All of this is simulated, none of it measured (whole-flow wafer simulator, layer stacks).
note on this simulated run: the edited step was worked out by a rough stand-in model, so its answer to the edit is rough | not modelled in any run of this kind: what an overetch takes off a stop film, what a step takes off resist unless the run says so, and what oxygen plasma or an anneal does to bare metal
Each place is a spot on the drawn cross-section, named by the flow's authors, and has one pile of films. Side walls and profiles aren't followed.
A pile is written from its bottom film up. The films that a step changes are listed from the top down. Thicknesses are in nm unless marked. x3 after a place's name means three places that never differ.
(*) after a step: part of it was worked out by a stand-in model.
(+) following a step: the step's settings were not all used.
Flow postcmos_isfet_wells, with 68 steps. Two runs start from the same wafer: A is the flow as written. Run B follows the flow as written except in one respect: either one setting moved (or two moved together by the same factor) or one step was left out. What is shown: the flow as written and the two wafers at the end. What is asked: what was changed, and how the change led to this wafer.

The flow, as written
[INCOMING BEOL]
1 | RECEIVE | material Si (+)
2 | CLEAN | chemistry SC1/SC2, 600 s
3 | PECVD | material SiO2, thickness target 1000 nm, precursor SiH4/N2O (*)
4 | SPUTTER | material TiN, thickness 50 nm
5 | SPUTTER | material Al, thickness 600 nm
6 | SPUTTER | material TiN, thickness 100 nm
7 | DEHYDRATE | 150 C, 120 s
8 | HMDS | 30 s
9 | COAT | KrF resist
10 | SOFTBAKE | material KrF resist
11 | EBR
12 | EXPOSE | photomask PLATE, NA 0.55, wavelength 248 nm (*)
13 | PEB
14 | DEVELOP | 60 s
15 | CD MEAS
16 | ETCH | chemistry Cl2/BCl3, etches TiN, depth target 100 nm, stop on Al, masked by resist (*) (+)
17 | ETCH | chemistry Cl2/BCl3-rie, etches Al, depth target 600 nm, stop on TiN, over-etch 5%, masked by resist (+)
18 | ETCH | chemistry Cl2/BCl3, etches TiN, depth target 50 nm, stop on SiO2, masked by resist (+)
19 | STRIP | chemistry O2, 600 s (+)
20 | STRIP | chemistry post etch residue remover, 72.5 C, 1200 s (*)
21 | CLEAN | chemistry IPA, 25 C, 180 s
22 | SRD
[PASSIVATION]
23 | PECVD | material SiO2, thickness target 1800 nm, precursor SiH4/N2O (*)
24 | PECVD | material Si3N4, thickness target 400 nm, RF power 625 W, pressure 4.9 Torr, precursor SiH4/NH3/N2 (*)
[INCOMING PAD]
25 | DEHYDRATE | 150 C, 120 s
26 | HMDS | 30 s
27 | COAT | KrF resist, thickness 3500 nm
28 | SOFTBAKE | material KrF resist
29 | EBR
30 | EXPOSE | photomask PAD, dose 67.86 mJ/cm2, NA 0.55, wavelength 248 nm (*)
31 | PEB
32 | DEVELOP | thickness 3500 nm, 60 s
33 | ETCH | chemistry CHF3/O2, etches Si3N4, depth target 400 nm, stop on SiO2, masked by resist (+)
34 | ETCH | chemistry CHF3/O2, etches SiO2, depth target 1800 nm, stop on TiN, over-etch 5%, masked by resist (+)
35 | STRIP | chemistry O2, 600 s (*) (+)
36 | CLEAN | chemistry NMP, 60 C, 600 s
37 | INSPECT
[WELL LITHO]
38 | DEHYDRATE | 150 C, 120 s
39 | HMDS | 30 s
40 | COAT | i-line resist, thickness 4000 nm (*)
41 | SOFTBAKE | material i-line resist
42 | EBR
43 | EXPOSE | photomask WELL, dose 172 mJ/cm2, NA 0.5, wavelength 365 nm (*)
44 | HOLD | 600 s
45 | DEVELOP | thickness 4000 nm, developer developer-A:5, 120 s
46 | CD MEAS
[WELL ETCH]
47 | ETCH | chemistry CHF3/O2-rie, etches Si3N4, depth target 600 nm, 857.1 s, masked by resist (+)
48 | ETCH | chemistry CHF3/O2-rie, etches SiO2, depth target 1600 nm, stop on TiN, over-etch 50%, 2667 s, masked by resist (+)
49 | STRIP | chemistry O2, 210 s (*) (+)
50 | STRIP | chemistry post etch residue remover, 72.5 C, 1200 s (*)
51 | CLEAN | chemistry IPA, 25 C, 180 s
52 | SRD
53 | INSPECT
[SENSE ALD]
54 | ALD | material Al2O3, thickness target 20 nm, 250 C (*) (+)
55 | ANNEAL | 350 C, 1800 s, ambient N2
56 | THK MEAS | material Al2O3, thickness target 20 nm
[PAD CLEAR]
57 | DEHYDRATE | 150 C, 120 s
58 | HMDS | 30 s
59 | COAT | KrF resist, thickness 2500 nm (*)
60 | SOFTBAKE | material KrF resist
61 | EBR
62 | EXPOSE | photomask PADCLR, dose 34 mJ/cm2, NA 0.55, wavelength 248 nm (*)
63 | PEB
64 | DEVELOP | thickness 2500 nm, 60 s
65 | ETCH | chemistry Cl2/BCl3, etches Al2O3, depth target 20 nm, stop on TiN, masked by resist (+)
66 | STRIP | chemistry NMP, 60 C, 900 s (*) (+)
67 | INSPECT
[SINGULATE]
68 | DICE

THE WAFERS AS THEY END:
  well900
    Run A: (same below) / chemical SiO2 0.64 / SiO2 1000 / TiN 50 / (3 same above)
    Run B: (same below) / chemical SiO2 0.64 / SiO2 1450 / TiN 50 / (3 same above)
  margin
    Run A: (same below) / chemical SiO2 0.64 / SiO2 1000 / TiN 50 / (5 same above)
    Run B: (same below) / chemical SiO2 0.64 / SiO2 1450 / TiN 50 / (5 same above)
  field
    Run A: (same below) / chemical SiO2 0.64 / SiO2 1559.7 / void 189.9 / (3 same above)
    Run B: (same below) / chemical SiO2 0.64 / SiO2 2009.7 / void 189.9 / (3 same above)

The reason: step 3, PECVD: thickness target 1450 nm was run, whereas the flow has thickness target 1000 nm.
One can read it off the wafer: well900 has SiO2 1450, and step 3 as written asks for 1000 nm.

Step by step, how the change led to this:
  3 | PECVD | material SiO2, thickness target 1000 nm, precursor SiH4/N2O (*)
      field, margin, well900, well1300 x3, pad_rim, pad_clr, pad_open: A SiO2 gains 1000 (new film) | B SiO2 gains 1450 (new film)
